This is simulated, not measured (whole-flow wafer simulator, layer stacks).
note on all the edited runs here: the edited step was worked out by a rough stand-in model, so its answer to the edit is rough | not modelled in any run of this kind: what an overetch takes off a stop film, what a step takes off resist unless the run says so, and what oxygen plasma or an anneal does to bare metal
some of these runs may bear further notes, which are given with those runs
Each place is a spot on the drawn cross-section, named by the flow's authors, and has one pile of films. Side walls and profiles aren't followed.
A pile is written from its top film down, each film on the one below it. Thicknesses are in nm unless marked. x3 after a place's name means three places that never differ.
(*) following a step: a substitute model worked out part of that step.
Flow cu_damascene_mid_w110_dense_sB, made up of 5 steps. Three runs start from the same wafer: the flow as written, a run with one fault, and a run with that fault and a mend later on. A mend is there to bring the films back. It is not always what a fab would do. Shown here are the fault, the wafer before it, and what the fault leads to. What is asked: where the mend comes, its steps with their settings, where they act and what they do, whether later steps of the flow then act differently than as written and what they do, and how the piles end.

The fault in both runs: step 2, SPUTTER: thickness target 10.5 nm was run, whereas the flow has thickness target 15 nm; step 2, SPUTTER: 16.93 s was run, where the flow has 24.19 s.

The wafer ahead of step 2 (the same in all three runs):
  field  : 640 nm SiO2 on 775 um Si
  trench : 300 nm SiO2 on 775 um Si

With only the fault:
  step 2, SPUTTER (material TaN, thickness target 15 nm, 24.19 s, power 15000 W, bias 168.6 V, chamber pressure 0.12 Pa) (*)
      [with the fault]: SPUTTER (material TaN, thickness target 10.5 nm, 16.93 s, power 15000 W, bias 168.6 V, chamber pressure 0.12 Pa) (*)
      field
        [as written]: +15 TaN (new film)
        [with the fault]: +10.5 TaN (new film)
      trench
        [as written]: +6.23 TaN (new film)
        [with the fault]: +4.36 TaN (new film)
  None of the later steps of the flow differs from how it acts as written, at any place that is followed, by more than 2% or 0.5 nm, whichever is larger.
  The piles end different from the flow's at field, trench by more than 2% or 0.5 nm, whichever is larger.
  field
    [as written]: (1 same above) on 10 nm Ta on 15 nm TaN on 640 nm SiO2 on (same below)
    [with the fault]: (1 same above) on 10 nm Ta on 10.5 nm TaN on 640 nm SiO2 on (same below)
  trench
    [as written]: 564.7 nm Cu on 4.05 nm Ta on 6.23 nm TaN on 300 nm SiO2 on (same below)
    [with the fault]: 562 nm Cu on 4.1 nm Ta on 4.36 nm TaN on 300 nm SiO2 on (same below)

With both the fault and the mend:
  The mend stands after step 2.
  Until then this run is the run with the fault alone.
  step 2a, SPUTTER (material TaN, thickness target 4.5 nm, 7.257 s, power 15000 W, bias 168.6 V, chamber pressure 0.12 Pa) (*) (a further turn of the flow's step 2, with different settings)
      field
        +4.5 TaN
      trench
        +1.8 TaN
  None of the later steps of the flow differs from how it acts as written, at any place that is followed, by more than 2% or 0.5 nm, whichever is larger.
  The piles end only slightly different from the flow's at the places that both follow, by no more than 2% or 0.5 nm, whichever is larger.
